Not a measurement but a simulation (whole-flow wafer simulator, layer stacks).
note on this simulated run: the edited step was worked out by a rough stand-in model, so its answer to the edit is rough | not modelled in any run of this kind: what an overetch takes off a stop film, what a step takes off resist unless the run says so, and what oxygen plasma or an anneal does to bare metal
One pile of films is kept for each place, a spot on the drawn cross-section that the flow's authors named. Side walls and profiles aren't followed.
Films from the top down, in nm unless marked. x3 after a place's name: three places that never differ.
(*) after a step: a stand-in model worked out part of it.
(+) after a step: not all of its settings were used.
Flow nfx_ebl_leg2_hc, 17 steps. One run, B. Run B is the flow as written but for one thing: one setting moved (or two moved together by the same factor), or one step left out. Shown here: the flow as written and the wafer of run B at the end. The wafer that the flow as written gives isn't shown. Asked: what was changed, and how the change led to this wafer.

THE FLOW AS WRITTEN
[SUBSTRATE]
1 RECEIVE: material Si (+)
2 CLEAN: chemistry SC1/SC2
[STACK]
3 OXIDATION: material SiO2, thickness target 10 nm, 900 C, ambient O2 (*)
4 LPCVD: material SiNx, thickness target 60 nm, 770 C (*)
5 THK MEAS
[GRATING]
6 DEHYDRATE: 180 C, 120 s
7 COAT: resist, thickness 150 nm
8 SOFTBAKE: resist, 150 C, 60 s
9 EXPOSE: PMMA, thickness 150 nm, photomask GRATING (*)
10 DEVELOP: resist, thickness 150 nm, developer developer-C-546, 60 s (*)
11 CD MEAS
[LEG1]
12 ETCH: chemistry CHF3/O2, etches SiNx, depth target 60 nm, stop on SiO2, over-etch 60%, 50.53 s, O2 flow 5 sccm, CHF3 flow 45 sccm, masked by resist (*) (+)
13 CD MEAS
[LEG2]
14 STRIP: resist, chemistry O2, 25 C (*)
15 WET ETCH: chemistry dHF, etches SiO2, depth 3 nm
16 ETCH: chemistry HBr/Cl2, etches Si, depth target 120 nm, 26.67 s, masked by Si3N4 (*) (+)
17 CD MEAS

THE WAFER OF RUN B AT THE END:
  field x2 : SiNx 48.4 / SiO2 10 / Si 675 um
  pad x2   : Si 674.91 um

The cause: step 16, ETCH: depth target 81 nm was run, where the flow has depth target 120 nm.

How the change led to this, step by step:
  16 ETCH: chemistry HBr/Cl2, etches Si, depth target 120 nm, 26.67 s, masked by Si3N4 (*) (+)
      pad x2: Si -81 (as written it would be: Si -120)
